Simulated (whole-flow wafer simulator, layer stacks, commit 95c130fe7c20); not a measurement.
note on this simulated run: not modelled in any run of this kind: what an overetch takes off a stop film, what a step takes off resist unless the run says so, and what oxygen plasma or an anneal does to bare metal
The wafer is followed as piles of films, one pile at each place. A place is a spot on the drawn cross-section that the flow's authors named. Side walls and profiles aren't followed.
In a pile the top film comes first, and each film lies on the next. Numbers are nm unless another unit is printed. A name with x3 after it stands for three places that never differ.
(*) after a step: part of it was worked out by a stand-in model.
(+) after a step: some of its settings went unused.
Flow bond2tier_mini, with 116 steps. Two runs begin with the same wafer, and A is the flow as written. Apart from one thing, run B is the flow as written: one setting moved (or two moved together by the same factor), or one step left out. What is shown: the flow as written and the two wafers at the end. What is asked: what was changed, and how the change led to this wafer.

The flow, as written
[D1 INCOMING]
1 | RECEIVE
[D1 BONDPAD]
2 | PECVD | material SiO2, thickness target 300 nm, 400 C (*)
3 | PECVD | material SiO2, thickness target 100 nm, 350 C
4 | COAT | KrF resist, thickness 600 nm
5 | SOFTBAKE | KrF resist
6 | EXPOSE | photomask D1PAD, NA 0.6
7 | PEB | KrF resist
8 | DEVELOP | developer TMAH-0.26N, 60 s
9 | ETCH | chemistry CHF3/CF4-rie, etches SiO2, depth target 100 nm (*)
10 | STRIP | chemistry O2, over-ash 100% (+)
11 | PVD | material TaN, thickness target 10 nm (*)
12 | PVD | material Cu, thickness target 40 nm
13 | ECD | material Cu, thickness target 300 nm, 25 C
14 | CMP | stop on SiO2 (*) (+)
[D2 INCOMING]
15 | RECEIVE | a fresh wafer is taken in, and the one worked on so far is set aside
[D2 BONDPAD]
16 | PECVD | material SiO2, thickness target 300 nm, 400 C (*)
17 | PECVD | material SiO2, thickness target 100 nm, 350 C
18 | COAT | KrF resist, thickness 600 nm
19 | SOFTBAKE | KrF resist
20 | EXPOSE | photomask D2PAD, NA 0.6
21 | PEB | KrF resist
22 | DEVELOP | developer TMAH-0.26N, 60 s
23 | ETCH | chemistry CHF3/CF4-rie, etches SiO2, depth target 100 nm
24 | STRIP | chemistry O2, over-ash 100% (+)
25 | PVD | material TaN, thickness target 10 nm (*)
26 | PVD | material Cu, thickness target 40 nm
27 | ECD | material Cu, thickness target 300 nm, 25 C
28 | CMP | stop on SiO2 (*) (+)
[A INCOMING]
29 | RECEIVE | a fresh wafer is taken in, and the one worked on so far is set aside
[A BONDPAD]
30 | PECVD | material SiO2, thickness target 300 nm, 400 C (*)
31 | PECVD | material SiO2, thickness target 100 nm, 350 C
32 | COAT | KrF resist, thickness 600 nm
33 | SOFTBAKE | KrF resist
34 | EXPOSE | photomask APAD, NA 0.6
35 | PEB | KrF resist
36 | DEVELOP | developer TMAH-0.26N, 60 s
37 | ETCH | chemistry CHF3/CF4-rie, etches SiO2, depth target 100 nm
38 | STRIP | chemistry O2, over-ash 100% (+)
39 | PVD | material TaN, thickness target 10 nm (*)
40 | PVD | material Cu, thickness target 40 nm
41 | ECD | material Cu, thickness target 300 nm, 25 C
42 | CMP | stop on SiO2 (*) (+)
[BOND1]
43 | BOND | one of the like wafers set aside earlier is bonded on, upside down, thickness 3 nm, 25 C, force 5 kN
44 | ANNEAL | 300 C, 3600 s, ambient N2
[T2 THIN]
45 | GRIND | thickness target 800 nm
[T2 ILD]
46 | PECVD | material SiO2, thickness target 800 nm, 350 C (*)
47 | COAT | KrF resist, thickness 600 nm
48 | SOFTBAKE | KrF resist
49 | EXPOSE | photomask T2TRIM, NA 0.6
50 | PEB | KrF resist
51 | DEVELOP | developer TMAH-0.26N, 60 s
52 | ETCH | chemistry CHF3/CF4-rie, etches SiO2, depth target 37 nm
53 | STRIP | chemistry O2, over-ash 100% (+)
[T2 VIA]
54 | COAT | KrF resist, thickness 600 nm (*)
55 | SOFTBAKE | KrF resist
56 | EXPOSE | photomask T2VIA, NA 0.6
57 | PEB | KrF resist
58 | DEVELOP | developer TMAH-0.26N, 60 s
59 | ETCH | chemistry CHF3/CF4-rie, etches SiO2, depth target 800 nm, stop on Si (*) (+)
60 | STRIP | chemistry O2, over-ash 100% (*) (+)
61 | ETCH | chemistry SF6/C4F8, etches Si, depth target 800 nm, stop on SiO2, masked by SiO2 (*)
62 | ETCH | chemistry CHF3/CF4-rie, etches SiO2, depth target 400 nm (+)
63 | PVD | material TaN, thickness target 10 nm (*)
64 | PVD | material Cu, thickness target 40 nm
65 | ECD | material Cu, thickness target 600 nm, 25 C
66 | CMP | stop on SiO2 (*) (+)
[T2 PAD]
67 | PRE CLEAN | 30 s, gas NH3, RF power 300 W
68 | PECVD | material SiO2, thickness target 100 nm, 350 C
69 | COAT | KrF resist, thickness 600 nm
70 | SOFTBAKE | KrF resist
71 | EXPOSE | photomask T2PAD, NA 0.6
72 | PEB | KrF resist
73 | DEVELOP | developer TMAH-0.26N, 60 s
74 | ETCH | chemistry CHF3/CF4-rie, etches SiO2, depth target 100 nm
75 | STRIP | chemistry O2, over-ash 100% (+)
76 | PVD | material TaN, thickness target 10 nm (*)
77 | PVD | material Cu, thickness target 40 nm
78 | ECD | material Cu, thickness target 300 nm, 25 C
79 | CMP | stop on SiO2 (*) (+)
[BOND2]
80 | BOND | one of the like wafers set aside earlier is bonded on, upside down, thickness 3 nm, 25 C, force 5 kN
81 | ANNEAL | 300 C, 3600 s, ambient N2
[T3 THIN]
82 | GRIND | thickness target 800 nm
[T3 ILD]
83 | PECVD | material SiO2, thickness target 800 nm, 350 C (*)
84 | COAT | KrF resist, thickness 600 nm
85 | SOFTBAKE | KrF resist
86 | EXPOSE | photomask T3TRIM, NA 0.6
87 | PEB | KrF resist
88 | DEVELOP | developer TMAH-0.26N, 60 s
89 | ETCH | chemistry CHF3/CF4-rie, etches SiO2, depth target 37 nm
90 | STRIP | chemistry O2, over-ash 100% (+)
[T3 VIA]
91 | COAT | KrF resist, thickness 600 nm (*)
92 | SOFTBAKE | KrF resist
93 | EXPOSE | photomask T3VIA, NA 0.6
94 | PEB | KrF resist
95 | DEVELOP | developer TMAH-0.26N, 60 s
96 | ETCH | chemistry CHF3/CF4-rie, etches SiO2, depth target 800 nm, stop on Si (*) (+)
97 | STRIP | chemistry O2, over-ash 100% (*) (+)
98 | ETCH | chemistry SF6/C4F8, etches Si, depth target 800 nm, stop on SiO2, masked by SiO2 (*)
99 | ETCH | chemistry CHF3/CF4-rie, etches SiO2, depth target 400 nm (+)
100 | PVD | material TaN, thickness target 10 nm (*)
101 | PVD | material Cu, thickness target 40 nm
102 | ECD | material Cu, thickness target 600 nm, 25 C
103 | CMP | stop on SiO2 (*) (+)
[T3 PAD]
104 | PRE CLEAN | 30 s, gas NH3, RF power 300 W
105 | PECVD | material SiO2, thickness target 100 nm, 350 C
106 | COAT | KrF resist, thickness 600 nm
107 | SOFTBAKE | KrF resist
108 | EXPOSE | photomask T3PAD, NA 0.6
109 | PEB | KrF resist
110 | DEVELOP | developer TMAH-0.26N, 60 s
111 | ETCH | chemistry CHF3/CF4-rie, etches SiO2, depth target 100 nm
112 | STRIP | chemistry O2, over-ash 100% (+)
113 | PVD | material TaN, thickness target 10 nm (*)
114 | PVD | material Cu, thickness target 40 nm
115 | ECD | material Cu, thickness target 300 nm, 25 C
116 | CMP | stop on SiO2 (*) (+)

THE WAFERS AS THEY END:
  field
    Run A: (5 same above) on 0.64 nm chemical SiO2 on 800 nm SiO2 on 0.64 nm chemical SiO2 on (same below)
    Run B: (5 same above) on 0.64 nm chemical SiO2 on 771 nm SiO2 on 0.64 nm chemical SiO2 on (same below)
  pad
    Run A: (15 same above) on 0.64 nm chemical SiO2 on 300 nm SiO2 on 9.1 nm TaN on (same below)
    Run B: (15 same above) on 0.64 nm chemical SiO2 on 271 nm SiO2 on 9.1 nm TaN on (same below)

What caused this: step 3, PECVD: thickness target 71 nm was run, while the flow as written has thickness target 100 nm.

Step by step, how the change led to this:
  3 | PECVD | material SiO2, thickness target 100 nm, 350 C
      field, pad, via: A SiO2 gains 100 | B SiO2 gains 71
  43 | BOND | one of the like wafers set aside earlier is bonded on, upside down, thickness 3 nm, 25 C, force 5 kN
      field: A Si gains 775 um (new film), chemical SiO2 gains 0.64 (new film), SiO2 gains 400 | B Si gains 775 um (new film), chemical SiO2 gains 0.64 (new film), SiO2 gains 371
      pad: A Si gains 775 um (new film), chemical SiO2 gains 0.64 (new film), SiO2 gains 300 (new film), TaN gains 9.1 (new film), Cu gains 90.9 | B Si gains 775 um (new film), chemical SiO2 gains 0.64 (new film), SiO2 gains 271 (new film), TaN gains 9.1 (new film), Cu gains 90.9
      (as well as at 1 more place)
